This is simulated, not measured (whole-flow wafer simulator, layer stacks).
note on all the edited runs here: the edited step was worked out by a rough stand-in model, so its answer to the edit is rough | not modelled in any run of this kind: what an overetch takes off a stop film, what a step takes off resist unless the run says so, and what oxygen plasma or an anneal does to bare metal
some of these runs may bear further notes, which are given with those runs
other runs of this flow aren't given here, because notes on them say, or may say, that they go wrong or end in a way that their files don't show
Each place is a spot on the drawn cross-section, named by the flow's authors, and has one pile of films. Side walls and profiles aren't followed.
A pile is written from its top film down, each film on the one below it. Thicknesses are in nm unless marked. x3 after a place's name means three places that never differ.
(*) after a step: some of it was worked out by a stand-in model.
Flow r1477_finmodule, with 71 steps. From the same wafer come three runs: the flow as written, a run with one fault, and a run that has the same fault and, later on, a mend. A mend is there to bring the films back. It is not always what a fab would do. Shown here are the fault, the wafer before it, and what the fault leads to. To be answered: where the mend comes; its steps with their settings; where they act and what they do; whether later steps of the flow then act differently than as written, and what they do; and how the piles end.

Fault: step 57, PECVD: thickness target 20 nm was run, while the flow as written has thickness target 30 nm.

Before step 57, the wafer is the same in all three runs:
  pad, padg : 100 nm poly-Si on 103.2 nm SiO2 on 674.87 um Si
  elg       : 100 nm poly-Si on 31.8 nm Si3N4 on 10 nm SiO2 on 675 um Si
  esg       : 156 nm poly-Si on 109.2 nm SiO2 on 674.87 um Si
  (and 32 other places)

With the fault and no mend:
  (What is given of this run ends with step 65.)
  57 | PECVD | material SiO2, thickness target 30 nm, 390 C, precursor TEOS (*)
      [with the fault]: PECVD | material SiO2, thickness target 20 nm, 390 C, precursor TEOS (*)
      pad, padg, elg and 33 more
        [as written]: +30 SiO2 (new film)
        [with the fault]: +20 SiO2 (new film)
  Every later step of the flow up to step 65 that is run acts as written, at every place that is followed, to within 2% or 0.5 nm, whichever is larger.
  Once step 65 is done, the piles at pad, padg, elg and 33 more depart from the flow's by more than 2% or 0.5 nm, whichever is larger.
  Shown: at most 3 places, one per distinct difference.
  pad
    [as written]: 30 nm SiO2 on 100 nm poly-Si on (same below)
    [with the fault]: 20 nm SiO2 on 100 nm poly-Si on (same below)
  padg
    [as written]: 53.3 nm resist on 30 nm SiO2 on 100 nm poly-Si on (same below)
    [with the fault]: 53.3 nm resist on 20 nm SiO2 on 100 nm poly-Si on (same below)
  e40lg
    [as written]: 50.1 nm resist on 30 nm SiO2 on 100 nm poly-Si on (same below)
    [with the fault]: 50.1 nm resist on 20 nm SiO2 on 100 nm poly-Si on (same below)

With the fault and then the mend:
  After step 64 comes the mend.
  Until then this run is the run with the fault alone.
  64a | STRIP | resist, chemistry O2, 60 C
      padg, elg, esg
        -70 resist (all of it)
      e40lg, e100lg, e200lg
        -66.9 resist (all of it)
      s40sg, s45sg
        -91 resist (all of it)
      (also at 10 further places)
  64b | PECVD | material SiO2, thickness target 10 nm, 390 C, precursor TEOS (*) (a further turn of the flow's step 57, with different settings)
      pad, padg, elg and 33 more
        +10 SiO2
  64c | DEHYDRATE | 150 C, 120 s (a further turn of the flow's step 59)
      leaves every film unchanged at each place that is followed
  64d | COAT | resist, thickness 70 nm (*) (a further turn of the flow's step 60)
      e40lg, e100lg, e200lg, elo, e40lo, e100lo, e200lo
        +66.9 resist (new film)
      pad, padg, elg, esg
        +70 resist (new film)
      s40sg, s45sg, s40so, s45so
        +91 resist (new film)
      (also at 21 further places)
  64e | SOFTBAKE | 180 C, 180 s (*) (a further turn of the flow's step 61)
      leaves every film unchanged at each place that is followed
  64f | EXPOSE | resist, photomask GATE (a further turn of the flow's step 62)
      leaves every film unchanged at each place that is followed
  64g | DEVELOP (*) (a further turn of the flow's step 63)
      elo, e40lo, e100lo, e200lo
        -66.9 resist (all of it)
      eso, e40so
        -129.5 resist (all of it)
      s40so, s45so
        -91 resist (all of it)
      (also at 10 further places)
  Every later step of the flow that is run acts as written at every place that is followed.
  The piles end the same as the flow's at every place that both follow.
